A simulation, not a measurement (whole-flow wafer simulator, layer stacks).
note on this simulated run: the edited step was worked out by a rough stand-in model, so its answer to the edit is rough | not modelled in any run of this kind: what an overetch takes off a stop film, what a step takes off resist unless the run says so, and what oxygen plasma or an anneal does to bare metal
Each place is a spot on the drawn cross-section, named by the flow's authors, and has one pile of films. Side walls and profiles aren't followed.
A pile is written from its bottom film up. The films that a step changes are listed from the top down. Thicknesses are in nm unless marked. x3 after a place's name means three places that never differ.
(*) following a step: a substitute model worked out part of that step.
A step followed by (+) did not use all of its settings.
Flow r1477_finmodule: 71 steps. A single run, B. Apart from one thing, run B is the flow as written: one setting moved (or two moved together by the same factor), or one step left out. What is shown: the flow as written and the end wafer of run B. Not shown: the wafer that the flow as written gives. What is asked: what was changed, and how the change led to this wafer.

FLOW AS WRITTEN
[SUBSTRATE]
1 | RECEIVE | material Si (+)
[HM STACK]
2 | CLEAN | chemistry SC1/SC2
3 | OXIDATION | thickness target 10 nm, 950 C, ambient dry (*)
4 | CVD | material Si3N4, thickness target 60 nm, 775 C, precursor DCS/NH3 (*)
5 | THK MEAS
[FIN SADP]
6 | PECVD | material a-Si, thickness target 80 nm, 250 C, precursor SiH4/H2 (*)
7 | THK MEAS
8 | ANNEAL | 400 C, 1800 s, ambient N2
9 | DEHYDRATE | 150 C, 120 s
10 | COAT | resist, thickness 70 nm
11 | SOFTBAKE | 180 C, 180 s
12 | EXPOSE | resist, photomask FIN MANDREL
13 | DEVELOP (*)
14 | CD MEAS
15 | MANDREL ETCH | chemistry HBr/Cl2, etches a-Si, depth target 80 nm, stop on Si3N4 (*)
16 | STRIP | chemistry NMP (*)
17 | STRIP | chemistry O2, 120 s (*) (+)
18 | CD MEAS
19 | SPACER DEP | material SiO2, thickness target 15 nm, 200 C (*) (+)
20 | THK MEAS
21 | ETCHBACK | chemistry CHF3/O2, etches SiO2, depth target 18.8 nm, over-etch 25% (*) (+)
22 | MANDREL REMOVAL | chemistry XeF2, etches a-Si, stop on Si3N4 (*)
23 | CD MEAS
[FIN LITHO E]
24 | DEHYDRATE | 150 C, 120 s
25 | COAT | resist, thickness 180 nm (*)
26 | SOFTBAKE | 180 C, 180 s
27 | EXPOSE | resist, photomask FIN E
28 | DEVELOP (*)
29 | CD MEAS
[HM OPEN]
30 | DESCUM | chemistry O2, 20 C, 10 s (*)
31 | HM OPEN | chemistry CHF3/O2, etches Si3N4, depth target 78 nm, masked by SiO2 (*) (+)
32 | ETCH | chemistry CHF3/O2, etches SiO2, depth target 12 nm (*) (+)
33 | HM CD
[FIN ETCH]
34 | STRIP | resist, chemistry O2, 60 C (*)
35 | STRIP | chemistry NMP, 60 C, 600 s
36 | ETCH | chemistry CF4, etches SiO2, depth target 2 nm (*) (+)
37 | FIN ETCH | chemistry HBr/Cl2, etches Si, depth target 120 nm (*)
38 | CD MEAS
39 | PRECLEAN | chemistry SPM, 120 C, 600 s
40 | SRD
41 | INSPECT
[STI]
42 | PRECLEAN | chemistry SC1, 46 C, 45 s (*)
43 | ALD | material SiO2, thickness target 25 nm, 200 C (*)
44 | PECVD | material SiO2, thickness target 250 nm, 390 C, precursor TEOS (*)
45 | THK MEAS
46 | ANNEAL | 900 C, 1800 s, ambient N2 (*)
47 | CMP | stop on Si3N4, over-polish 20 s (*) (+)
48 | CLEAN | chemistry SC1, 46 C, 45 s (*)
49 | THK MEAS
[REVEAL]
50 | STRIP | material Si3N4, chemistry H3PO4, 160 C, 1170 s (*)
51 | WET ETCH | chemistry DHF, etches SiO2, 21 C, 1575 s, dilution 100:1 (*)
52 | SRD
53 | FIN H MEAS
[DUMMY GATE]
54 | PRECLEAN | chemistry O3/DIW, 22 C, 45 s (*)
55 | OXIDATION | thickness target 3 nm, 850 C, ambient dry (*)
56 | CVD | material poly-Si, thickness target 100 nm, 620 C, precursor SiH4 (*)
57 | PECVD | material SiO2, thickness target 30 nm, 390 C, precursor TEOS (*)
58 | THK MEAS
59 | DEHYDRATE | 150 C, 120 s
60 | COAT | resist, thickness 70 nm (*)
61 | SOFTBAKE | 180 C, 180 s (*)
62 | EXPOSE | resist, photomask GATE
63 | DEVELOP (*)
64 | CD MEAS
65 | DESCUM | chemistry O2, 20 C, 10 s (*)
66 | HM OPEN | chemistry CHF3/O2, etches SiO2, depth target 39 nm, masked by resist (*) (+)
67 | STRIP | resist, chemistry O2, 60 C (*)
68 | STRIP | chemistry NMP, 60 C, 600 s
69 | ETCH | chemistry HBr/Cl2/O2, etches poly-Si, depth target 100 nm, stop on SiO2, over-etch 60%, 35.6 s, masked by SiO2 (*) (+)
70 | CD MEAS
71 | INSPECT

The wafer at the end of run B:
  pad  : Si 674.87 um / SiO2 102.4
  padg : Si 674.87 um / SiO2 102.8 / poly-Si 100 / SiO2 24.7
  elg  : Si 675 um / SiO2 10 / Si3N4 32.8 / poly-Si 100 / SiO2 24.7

The reason: step 36, ETCH: depth target 1.1 nm was run, though the flow has depth target 2 nm.

Step by step, how the change led to this:
  36 | ETCH | chemistry CF4, etches SiO2, depth target 2 nm (*) (+)
      pad, padg, esg and 19 more: -1.1 chemical SiO2 (as written it would have been: -1.45 chemical SiO2 (all of it), -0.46 Si)
      elg, e40lg, e100lg, e200lg, elo, e40lo, e100lo, e200lo: -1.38 Si3N4 (as written it would have been: -2.5 Si3N4)
      (and at 6 other places as well)
  51 | WET ETCH | chemistry DHF, etches SiO2, 21 C, 1575 s, dilution 100:1 (*)
      elg, e40lg, e100lg, e200lg, elo, e40lo, e100lo, e200lo: -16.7 SiO2 (all of it), -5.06 Si3N4 (as written it would have been: -17.8 SiO2 (all of it), -4.97 Si3N4)
